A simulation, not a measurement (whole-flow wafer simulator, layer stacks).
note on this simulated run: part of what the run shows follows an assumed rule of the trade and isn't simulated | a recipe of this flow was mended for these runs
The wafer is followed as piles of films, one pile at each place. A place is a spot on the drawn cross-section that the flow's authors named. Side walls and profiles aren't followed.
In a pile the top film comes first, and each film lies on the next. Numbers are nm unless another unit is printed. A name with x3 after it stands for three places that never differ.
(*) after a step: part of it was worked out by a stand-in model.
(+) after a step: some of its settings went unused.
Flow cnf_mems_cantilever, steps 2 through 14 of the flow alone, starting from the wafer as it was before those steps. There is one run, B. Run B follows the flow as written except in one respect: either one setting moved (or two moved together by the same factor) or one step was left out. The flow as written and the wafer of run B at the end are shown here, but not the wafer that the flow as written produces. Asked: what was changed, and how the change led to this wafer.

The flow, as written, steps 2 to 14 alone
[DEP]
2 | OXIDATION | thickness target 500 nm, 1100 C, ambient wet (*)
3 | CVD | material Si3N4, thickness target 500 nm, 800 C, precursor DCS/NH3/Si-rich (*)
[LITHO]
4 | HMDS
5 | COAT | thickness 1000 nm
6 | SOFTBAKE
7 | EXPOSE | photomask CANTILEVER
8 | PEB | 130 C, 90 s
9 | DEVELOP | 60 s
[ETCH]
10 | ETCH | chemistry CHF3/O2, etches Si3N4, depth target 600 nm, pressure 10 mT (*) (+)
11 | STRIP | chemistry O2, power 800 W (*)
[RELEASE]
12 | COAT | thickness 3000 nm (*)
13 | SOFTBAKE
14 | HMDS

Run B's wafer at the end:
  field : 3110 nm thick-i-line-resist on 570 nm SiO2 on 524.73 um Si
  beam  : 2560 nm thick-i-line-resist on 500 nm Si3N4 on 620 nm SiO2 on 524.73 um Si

Cause: step 2, OXIDATION: thickness target 620 nm was run, while the flow as written has thickness target 500 nm.
One can read it off the wafer: beam has SiO2 620, and step 2 as written asks for 500 nm.

How this came from the change, step by step:
  2 | OXIDATION | thickness target 500 nm, 1100 C, ambient wet (*)
      field, beam: SiO2 gains 620 (new film), chemical SiO2 loses 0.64 (all of it), Si loses 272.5 (it would be, as written: SiO2 gains 500 (new film), chemical SiO2 loses 0.64 (all of it), Si loses 219.7)
